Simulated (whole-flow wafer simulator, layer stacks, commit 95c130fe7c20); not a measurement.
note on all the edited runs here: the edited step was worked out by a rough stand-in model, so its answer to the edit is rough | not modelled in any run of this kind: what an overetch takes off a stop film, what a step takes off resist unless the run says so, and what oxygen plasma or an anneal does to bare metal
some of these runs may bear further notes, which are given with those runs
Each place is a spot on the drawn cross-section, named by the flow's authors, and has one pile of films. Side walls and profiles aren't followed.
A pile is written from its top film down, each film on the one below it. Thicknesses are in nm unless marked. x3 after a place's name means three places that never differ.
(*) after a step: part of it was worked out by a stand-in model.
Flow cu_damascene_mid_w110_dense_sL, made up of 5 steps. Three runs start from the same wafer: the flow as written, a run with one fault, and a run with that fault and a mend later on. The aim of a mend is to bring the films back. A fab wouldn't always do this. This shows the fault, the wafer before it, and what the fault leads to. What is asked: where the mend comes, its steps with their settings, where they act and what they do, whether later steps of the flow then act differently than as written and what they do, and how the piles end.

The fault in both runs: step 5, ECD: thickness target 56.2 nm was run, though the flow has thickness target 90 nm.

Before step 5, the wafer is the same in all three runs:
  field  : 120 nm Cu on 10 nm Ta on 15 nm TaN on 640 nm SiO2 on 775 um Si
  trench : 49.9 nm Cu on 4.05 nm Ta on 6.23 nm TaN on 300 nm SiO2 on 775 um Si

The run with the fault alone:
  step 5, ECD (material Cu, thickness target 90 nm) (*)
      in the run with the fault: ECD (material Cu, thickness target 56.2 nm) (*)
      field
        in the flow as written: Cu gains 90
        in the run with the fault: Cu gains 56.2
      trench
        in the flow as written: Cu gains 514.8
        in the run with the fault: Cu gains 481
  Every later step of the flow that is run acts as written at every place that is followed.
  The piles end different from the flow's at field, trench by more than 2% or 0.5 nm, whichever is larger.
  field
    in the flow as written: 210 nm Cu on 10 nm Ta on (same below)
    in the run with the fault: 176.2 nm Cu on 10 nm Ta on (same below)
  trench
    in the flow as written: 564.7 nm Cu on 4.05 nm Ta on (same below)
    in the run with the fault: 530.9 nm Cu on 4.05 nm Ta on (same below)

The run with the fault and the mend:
  The mend follows step 5.
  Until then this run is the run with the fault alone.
  step 5a, ECD (material Cu, thickness target 33.8 nm) (a further turn of the flow's step 5, with different settings)
      field, trench
        Cu gains 33.8
  Every later step of the flow that is run acts as written at every place that is followed.
  By the end, the piles equal the flow's at every place that both follow.
